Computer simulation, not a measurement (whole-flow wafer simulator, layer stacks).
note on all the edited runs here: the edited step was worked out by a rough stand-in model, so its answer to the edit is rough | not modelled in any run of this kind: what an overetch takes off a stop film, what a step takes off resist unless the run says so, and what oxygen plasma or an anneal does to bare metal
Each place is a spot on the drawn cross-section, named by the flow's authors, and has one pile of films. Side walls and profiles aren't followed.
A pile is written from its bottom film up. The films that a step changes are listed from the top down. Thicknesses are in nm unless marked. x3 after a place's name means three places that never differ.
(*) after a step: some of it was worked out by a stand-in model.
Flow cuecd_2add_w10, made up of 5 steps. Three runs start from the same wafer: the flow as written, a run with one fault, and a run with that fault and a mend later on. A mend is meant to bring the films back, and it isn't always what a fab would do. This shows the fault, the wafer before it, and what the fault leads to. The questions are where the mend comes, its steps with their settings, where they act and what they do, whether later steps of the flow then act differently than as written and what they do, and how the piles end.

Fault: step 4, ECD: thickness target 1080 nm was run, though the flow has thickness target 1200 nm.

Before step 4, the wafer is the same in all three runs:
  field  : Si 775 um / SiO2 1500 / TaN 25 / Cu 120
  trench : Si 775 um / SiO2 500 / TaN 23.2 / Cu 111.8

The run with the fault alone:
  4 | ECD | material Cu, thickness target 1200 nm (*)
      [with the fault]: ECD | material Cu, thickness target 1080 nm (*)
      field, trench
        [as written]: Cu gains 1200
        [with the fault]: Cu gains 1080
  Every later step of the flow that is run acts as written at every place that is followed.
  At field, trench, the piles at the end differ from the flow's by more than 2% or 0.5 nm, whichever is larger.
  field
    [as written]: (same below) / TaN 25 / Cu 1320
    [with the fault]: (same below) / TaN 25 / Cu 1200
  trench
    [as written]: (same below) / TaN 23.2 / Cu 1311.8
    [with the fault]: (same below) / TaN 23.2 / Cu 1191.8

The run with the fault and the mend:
  After step 5 comes the mend.
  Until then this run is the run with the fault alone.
  5a | ECD | material Cu, thickness target 120 nm (*) (the flow's step 4, run once more with other settings)
      field, trench
        Cu gains 120
  Every later step of the flow that is run acts as written at every place that is followed.
  The piles end the same as the flow's at every place that both follow.
